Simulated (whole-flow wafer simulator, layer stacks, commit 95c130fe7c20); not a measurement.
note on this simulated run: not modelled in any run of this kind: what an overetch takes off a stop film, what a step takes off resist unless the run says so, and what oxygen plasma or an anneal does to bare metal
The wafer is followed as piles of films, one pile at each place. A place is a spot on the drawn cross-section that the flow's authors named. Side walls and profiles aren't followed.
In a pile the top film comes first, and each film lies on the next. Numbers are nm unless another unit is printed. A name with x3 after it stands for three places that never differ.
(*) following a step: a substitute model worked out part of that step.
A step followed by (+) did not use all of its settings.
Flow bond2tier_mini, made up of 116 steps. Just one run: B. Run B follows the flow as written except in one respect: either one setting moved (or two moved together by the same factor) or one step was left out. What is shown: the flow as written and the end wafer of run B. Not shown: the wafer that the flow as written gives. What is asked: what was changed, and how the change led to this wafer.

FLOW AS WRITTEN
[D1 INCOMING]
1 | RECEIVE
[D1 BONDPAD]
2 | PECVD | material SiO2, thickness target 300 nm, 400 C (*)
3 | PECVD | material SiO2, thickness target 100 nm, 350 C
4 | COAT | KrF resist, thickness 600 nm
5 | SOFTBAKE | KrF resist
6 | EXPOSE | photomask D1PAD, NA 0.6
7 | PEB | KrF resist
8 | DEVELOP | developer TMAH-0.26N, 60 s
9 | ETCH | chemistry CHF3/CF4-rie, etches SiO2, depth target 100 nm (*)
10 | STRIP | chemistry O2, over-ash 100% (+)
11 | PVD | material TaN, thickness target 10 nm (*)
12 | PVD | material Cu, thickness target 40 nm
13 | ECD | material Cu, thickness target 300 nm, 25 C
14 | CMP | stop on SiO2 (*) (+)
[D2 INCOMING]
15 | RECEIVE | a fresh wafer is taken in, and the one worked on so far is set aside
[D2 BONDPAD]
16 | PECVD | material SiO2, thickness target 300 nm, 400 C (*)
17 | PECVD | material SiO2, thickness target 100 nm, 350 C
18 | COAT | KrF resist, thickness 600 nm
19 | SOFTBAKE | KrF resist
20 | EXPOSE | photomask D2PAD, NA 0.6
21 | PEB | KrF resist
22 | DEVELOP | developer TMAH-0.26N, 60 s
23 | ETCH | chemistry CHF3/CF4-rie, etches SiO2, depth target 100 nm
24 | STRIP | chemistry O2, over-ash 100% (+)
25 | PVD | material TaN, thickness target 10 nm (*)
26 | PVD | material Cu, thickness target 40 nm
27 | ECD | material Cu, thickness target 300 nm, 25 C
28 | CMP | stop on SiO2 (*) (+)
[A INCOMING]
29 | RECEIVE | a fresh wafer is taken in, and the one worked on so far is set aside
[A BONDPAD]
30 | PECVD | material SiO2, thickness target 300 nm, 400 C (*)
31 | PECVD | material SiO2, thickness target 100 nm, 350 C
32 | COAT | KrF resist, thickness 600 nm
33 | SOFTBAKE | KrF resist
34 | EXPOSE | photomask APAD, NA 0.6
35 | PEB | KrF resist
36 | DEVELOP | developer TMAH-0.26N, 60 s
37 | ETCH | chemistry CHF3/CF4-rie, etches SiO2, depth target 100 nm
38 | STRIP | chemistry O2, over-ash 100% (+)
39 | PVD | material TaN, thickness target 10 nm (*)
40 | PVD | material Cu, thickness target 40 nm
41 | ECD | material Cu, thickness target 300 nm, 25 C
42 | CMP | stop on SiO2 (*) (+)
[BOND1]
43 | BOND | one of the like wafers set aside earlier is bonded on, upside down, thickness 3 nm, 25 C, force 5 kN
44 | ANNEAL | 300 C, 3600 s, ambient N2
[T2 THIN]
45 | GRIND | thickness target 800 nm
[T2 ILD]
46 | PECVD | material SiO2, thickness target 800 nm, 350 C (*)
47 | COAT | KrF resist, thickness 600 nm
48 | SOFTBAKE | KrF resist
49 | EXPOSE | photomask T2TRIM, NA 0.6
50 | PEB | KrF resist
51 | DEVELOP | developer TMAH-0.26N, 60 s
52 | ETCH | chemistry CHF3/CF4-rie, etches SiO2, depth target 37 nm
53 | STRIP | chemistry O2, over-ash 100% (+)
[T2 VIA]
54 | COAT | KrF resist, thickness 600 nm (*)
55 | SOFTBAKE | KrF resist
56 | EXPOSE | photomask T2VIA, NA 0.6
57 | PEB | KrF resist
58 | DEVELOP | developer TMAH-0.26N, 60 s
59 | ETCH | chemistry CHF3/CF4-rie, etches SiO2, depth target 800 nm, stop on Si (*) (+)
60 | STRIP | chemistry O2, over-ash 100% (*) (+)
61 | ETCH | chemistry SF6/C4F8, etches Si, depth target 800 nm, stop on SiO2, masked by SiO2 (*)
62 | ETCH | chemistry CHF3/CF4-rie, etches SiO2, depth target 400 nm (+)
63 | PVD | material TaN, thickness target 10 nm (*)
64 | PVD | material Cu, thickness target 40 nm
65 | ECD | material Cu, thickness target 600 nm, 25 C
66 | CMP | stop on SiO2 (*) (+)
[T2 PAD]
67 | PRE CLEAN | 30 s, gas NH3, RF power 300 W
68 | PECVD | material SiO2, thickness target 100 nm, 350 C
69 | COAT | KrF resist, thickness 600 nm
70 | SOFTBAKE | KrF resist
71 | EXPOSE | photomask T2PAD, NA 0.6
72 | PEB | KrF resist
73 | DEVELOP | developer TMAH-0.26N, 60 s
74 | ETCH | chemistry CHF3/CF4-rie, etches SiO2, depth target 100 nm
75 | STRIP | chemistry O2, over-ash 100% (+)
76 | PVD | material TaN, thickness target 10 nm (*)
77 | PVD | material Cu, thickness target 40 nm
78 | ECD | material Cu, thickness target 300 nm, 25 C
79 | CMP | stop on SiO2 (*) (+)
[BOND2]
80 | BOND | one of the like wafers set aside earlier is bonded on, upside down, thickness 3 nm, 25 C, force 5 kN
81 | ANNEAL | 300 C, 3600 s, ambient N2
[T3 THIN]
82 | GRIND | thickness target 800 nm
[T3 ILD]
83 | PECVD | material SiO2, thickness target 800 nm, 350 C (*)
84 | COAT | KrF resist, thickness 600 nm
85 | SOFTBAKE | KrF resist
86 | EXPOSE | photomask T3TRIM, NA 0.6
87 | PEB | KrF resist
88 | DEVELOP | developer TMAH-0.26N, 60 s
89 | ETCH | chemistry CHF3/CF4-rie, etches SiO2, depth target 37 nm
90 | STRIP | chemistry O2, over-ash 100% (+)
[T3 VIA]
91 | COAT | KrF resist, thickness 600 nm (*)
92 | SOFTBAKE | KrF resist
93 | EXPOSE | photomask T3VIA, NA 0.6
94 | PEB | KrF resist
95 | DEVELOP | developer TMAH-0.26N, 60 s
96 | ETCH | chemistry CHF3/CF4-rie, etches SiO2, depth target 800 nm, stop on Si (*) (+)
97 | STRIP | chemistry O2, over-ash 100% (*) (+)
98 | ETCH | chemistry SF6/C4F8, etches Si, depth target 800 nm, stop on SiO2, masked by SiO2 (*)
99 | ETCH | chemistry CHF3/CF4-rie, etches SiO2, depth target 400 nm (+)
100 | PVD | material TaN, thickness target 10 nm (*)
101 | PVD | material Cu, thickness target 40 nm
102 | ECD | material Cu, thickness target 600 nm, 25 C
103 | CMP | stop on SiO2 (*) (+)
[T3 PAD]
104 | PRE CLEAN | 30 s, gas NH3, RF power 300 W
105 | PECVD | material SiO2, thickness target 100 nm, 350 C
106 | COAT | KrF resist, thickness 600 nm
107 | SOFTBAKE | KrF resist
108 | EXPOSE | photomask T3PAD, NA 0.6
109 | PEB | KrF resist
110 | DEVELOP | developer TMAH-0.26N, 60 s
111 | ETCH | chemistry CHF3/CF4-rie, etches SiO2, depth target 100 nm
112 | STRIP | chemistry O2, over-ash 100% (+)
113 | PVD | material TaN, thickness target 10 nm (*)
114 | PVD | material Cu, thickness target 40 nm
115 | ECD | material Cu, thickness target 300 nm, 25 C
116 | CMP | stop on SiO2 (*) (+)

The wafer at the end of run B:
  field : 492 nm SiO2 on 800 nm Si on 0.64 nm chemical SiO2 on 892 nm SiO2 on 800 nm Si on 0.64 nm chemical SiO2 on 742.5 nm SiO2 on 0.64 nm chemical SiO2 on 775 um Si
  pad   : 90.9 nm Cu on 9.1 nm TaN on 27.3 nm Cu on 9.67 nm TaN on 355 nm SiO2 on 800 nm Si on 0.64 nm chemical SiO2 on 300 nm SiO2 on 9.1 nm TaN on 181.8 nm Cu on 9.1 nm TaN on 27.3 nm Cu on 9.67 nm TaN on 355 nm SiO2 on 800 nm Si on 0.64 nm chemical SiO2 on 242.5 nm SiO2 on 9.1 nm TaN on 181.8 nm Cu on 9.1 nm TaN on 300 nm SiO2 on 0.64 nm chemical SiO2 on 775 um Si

The reason: step 3, PECVD: thickness target 42.5 nm was run, whereas the flow has thickness target 100 nm.

Step by step, how the change led to this:
  3 | PECVD | material SiO2, thickness target 100 nm, 350 C
      field, pad, via: SiO2 gains 42.5 (in the flow as written it would be: SiO2 gains 100)
  43 | BOND | one of the like wafers set aside earlier is bonded on, upside down, thickness 3 nm, 25 C, force 5 kN
      field: Si gains 775 um (new film), chemical SiO2 gains 0.64 (new film), SiO2 gains 342.5 (in the flow as written it would be: Si gains 775 um (new film), chemical SiO2 gains 0.64 (new film), SiO2 gains 400)
      pad: Si gains 775 um (new film), chemical SiO2 gains 0.64 (new film), SiO2 gains 242.5 (new film), TaN gains 9.1 (new film), Cu gains 90.9 (in the flow as written it would be: Si gains 775 um (new film), chemical SiO2 gains 0.64 (new film), SiO2 gains 300 (new film), TaN gains 9.1 (new film), Cu gains 90.9)
      (as well as at 1 more place)
